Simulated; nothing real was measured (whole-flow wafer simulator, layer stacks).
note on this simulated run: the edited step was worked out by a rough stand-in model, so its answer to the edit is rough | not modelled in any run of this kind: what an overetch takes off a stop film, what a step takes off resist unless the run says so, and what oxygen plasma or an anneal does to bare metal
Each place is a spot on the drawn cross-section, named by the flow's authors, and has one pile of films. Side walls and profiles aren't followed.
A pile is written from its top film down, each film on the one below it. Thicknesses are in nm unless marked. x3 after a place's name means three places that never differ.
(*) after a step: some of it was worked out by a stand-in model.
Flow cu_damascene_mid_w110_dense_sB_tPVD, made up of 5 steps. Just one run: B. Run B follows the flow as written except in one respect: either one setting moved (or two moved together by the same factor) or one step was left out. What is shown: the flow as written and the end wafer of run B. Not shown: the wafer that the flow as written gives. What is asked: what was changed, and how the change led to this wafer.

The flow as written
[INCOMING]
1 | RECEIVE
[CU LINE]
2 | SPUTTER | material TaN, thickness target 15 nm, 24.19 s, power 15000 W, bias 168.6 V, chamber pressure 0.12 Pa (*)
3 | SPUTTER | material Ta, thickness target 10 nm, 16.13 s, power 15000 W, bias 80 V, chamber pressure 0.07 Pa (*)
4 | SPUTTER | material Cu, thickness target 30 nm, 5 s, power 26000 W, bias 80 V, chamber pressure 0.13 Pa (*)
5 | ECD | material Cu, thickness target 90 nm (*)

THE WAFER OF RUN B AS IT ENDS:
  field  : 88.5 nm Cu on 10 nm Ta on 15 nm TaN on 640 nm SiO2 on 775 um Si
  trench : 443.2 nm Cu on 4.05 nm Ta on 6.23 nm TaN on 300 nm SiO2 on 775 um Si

The reason: step 5, ECD: thickness target 58.5 nm was run, while the flow as written has thickness target 90 nm.

Step by step, how the change led to this:
  5 | ECD | material Cu, thickness target 90 nm (*)
      field: Cu gains 58.5 (as written it would have been: Cu gains 90)
      trench: Cu gains 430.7 (as written it would have been: Cu gains 462.2)
